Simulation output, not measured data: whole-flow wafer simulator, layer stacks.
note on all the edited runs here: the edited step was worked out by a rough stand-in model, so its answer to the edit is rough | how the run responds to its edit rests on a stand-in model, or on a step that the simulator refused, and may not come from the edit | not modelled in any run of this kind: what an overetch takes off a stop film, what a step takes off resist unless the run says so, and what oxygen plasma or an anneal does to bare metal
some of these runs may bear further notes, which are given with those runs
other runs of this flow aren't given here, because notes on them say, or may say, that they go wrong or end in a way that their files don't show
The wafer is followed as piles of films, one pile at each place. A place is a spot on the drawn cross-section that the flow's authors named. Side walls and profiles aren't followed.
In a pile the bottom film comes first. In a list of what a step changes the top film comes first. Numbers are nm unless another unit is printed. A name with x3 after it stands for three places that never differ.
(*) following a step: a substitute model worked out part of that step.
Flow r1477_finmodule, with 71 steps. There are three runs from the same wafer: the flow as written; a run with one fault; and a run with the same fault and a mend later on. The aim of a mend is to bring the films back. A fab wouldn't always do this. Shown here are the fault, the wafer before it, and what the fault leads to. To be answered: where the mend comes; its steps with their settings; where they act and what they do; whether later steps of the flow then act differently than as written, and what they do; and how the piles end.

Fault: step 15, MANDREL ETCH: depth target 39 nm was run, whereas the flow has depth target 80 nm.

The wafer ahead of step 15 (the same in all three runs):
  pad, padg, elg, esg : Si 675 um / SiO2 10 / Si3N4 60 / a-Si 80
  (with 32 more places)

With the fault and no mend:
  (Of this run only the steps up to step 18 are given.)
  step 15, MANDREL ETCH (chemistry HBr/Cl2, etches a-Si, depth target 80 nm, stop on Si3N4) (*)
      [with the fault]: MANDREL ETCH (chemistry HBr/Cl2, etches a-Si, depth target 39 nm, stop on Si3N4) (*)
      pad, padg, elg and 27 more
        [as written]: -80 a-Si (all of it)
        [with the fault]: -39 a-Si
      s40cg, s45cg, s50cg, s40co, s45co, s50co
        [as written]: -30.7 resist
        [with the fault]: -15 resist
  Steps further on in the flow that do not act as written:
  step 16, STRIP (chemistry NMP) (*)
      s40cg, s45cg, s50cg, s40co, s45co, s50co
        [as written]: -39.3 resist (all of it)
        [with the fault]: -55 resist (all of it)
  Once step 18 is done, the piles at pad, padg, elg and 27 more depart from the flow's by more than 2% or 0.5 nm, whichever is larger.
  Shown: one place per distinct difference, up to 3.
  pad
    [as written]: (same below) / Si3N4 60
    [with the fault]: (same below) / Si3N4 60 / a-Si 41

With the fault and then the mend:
  After step 16 comes the mend.
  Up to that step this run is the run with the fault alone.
  step 16a, DEHYDRATE (150 C, 120 s) (the flow's step 9 again)
      leaves every film unchanged at each place that is followed
  step 16b, COAT (resist, thickness 70 nm) (*) (the flow's step 10 again)
      pad, padg, elg and 15 more
        +70 resist (new film)
      s40cg, s40co
        +44.3 resist (new film)
      s40sg, s40so
        +82.7 resist (new film)
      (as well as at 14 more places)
  step 16c, SOFTBAKE (180 C, 180 s) (*) (the flow's step 11 again)
      leaves every film unchanged at each place that is followed
  step 16d, EXPOSE (resist, photomask FIN MANDREL) (the flow's step 12 again)
      leaves every film unchanged at each place that is followed
  step 16e, DEVELOP (*) (the flow's step 13 again)
      pad, padg, elg and 15 more
        -70 resist (all of it)
      s40sg, s40so
        -82.7 resist (all of it)
      s40sg_line, s40so_line
        -83 resist (all of it)
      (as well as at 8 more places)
  step 16f, MANDREL ETCH (chemistry HBr/Cl2, etches a-Si, depth target 41 nm, stop on Si3N4) (*) (the flow's step 15 again, with other settings)
      pad, padg, elg and 27 more
        -41 a-Si (all of it)
      s40cg, s45cg, s50cg, s40co, s45co, s50co
        -15.7 resist
  step 16g, STRIP (chemistry NMP) (*) (the flow's step 16 again)
      s40cg, s40co
        -28.6 resist (all of it)
      s45cg, s45co
        -30.2 resist (all of it)
      s50cg, s50co
        -31.8 resist (all of it)
  None of the later steps of the flow acts differently than as written at any place that is followed.
  By the end, the piles equal the flow's at every place that both follow.
